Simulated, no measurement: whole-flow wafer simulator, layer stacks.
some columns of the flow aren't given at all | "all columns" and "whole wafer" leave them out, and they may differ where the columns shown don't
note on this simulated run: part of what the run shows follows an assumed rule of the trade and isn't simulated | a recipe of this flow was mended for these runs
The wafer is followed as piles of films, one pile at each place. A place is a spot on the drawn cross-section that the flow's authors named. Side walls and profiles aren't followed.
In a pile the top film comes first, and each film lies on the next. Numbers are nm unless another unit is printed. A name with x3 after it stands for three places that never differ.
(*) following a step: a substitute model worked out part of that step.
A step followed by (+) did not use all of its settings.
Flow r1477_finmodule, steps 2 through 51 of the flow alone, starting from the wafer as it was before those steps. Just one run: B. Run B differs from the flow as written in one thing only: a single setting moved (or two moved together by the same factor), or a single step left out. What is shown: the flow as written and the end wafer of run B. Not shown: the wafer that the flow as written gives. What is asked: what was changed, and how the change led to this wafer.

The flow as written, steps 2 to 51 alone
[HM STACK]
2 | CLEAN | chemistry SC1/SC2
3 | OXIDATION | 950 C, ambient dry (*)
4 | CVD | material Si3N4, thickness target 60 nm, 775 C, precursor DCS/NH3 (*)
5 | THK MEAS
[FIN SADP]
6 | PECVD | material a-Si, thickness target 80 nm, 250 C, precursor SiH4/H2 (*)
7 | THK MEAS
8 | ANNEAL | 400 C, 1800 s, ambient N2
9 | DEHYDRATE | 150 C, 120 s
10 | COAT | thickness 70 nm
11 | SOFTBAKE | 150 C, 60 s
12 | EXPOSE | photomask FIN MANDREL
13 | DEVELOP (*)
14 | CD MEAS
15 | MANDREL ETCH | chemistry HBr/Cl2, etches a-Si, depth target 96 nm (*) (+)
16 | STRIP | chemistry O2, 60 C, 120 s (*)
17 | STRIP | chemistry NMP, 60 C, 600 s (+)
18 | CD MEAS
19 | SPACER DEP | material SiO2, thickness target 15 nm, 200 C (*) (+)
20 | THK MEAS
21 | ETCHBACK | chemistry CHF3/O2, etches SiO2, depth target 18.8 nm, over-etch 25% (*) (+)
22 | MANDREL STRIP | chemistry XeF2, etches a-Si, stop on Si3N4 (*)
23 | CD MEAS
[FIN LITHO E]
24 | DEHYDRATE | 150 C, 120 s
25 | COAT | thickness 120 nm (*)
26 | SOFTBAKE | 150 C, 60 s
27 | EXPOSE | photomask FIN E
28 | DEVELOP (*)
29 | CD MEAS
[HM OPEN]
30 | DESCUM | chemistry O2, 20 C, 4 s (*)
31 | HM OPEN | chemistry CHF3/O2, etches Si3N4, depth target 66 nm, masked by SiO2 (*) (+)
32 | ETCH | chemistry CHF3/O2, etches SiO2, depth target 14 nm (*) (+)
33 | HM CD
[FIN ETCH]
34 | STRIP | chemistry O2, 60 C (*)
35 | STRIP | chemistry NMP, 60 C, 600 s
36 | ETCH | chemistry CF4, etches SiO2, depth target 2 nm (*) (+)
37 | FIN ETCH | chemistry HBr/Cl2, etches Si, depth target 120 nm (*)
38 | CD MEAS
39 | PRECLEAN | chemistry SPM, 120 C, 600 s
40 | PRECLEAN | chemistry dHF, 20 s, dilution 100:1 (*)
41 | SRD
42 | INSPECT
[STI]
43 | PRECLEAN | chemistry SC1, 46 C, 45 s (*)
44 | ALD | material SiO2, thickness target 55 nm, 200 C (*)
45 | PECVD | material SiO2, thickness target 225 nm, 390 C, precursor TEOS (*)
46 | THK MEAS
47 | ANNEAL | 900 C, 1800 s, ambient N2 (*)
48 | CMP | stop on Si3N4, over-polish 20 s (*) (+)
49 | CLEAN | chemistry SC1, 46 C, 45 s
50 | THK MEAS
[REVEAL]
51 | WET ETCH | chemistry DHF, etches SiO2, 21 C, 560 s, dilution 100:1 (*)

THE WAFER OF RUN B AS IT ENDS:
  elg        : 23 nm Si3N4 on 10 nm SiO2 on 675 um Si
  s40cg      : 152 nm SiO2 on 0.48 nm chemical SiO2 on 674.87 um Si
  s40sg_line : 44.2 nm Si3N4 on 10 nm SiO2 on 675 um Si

The reason: step 4, CVD: 763 C was run, whereas the flow has 775 C.

Step by step, how the change led to this:
  4 | CVD | material Si3N4, thickness target 60 nm, 775 C, precursor DCS/NH3 (*)
      pad, padg, elg and 33 more: Si3N4 gains 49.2 (new film) (as written it would have been: Si3N4 gains 60 (new film))
  31 | HM OPEN | chemistry CHF3/O2, etches Si3N4, depth target 66 nm, masked by SiO2 (*) (+)
      pad, padg, esg and 13 more: Si3N4 loses 43.3 (all of it), SiO2 loses 10 (all of it), Si loses 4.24 (as written it would have been: Si3N4 loses 54.1 (all of it), SiO2 loses 5.95)
      s40cg, s45cg, s50cg, s40co, s45co, s50co: Si3N4 loses 49.2 (all of it), SiO2 loses 8.41 (as written it would have been: Si3N4 loses 60 (all of it), SiO2 loses 3)
  32 | ETCH | chemistry CHF3/O2, etches SiO2, depth target 14 nm (*) (+)
      e100sg, s40sg, e100so, s40so: Si loses 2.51 (as written it would have been: SiO2 loses 4.05 (all of it), Si loses 1.99)
      pad, padg: Si loses 2.8 (as written it would have been: SiO2 loses 4.05 (all of it), Si loses 1.99)
      (also at 16 further places)
  44 | ALD | material SiO2, thickness target 55 nm, 200 C (*)
      s40cg, s45cg, s50cg, s40co, s45co, s50co: SiO2 gains 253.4 (new film) (as written it would have been: SiO2 gains 263.2 (new film))
      s40sg, s45sg, s40so, s45so: SiO2 gains 257.7 (new film) (as written it would have been: SiO2 gains 263.8 (new film))
      (also at 10 further places)
  48 | CMP | stop on Si3N4, over-polish 20 s (*) (+)
      pad, padg: SiO2 loses 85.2 (as written it would have been: SiO2 loses 79.4)
